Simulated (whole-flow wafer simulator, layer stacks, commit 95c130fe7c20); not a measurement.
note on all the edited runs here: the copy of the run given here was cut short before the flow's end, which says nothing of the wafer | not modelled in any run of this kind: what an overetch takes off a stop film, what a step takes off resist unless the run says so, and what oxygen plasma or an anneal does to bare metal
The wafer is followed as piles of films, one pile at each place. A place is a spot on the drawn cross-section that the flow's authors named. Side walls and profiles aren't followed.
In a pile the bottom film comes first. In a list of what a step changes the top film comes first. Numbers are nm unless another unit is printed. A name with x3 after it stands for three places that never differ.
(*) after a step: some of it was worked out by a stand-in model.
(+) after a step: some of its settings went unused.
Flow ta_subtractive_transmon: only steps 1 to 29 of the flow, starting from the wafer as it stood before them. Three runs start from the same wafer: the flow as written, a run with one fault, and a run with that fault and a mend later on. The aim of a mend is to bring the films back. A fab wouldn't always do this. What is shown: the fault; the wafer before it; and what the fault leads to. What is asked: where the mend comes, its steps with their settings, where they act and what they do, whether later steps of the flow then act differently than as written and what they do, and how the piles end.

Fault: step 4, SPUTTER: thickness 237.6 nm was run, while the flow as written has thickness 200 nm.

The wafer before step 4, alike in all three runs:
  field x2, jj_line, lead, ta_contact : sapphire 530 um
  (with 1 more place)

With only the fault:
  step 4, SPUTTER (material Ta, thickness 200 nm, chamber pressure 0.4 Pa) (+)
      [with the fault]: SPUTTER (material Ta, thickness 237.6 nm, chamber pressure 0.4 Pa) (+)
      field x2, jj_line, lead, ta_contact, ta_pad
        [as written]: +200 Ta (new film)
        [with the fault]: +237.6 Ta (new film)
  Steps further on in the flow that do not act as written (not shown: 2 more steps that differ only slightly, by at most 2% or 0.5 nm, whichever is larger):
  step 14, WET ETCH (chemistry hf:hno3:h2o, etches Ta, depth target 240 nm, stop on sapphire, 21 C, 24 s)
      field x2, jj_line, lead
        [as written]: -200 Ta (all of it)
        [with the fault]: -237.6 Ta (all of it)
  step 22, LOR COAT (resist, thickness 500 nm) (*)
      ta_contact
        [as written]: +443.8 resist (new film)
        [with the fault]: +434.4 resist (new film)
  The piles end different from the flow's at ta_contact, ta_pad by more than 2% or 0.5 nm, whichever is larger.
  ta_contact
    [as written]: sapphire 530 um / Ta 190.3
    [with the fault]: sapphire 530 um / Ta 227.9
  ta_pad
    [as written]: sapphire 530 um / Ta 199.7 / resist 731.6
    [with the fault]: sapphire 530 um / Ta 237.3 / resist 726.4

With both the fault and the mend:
  The mend follows step 5.
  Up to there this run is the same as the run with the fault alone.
  step 5a, WET ETCH (chemistry hf:hno3:h2o, etches Ta, depth target 273.1 nm, stop on sapphire, 21 C, 27.31 s)
      field x2, jj_line, lead, ta_contact, ta_pad
        -237.6 Ta (all of it)
  step 5b, SPUTTER (material Ta, thickness 200 nm, chamber pressure 0.4 Pa) (+) (the flow's step 4, run once more)
      field x2, jj_line, lead, ta_contact, ta_pad
        +200 Ta (new film)
  Every later step of the flow that is run acts as written at every place that is followed.
  The piles end the same as the flow's at every place that both follow.
